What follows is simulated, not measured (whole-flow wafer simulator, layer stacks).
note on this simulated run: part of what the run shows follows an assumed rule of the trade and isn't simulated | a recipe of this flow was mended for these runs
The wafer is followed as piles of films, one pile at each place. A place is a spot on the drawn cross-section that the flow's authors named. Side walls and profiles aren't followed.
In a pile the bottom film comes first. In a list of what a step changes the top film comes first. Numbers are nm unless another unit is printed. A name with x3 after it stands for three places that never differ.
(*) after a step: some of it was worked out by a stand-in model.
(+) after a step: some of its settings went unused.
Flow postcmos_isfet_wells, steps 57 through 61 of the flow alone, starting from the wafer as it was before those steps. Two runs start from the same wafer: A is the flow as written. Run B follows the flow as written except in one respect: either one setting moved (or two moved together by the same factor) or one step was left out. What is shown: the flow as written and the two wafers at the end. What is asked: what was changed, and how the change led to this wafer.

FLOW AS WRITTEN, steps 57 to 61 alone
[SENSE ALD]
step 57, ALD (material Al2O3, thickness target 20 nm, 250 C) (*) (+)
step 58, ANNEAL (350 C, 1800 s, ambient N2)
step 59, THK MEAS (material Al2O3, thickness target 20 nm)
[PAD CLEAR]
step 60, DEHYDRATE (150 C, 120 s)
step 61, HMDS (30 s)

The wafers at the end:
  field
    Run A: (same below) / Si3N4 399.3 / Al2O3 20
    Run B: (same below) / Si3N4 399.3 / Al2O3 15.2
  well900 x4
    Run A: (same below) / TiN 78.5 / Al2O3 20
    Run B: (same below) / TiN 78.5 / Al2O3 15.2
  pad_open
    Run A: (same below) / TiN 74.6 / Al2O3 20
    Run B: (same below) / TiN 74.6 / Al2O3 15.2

Cause: step 57, ALD: thickness target 15.2 nm was run, while the flow as written has thickness target 20 nm.
One can read it off the wafer: field has Al2O3 15.2, and step 57 as written asks for 20 nm.

How this came from the change, step by step:
  step 57, ALD (material Al2O3, thickness target 20 nm, 250 C) (*) (+)
      field, margin x3, well900 x4, pad_open: A Al2O3 gains 20 (new film) | B Al2O3 gains 15.2 (new film)
